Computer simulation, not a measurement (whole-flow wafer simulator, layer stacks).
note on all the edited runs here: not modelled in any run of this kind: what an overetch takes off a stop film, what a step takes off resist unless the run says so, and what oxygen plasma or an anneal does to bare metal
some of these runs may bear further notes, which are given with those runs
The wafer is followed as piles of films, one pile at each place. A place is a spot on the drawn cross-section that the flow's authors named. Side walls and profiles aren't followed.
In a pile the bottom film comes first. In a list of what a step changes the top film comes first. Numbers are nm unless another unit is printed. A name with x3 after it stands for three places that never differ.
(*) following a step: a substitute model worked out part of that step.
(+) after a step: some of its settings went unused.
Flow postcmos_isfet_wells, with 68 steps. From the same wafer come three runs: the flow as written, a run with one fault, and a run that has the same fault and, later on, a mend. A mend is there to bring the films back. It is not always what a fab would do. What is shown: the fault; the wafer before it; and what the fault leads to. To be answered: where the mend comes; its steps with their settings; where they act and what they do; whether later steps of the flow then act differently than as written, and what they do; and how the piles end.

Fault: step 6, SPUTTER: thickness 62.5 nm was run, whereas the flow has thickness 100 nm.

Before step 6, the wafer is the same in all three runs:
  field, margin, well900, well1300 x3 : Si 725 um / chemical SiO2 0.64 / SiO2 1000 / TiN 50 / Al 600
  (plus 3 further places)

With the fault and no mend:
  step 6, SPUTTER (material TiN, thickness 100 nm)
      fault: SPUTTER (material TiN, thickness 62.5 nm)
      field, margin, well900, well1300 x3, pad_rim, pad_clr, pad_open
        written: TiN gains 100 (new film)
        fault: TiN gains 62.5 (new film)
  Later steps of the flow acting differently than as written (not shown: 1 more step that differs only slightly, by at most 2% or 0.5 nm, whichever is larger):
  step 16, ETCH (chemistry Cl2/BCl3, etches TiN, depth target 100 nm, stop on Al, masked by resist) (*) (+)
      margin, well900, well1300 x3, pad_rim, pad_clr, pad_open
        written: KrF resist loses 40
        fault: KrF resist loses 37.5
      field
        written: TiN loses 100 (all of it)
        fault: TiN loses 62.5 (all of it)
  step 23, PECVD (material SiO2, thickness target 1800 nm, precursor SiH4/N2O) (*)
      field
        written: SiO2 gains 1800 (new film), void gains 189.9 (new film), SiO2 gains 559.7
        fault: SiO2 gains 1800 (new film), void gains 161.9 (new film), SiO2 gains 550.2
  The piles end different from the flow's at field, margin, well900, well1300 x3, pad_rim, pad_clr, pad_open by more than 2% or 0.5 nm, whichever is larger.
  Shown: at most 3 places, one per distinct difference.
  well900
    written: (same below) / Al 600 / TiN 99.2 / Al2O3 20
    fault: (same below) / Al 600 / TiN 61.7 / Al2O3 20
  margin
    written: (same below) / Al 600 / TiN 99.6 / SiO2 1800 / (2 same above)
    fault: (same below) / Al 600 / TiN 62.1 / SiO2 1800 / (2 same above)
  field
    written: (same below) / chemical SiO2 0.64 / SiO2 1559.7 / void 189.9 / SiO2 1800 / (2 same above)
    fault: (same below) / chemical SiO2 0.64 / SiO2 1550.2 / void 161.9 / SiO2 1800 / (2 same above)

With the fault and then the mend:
  The mend stands after step 15.
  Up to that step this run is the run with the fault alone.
  step 15a, STRIP (chemistry O2, 600 s) (+)
      margin, well900, well1300 x3, pad_rim, pad_clr, pad_open
        KrF resist loses 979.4 (all of it)
  step 15b, SPUTTER (material TiN, thickness 37.5 nm) (the flow's step 6 again, with other settings)
      field, margin, well900, well1300 x3, pad_rim, pad_clr, pad_open
        TiN gains 37.5
  step 15c, HMDS (30 s) (the flow's step 8 again)
      does not change any film at any place that is followed
  step 15d, COAT (KrF resist) (the flow's step 9 again)
      field, margin, well900, well1300 x3, pad_rim, pad_clr, pad_open
        KrF resist gains 1000 (new film)
  step 15e, SOFTBAKE (material KrF resist) (the flow's step 10 again)
      does not change any film at any place that is followed
  step 15f, EBR (the flow's step 11 again)
      does not change any film at any place that is followed
  step 15g, EXPOSE (photomask PLATE, NA 0.55, wavelength 248 nm) (*) (the flow's step 12 again)
      does not change any film at any place that is followed
  step 15h, PEB (the flow's step 13 again)
      field, margin, well900, well1300 x3, pad_rim, pad_clr, pad_open
        KrF resist loses 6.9
  step 15i, DEVELOP (60 s) (the flow's step 14 again)
      margin, well900, well1300 x3, pad_rim, pad_clr, pad_open
        KrF resist loses 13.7
      field
        KrF resist loses 993.1 (all of it)
  Later steps of the flow that are run all act as written at every place that is followed.
  By the end, the piles equal the flow's at every place that both follow.
